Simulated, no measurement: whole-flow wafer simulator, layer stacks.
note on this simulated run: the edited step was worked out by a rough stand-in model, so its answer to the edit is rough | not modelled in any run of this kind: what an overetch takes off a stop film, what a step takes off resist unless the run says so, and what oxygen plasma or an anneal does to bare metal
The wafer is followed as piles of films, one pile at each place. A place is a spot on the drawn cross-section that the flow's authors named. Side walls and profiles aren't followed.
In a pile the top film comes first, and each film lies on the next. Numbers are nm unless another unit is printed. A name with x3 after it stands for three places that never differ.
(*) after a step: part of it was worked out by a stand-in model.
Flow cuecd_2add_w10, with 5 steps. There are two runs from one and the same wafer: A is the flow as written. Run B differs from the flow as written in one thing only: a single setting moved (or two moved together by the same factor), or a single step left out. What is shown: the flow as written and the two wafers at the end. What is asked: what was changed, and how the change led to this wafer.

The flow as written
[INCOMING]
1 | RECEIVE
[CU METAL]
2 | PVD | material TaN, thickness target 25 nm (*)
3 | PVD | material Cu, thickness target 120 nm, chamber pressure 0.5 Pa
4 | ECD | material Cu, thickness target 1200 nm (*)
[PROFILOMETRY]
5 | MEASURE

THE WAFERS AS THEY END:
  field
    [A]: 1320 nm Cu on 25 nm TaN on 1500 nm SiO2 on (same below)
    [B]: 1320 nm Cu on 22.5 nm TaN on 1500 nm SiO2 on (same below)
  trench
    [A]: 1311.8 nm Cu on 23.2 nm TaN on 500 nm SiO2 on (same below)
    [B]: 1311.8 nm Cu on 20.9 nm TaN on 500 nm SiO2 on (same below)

Cause: step 2, PVD: thickness target 22.5 nm was run, whereas the flow has thickness target 25 nm.
The wafer lets one read it off: field has TaN 22.5, and step 2 as written asks for 25 nm.

The path from the change to this, step by step:
  2 | PVD | material TaN, thickness target 25 nm (*)
      field: A +25 TaN (new film) | B +22.5 TaN (new film)
      trench: A +23.2 TaN (new film) | B +20.9 TaN (new film)
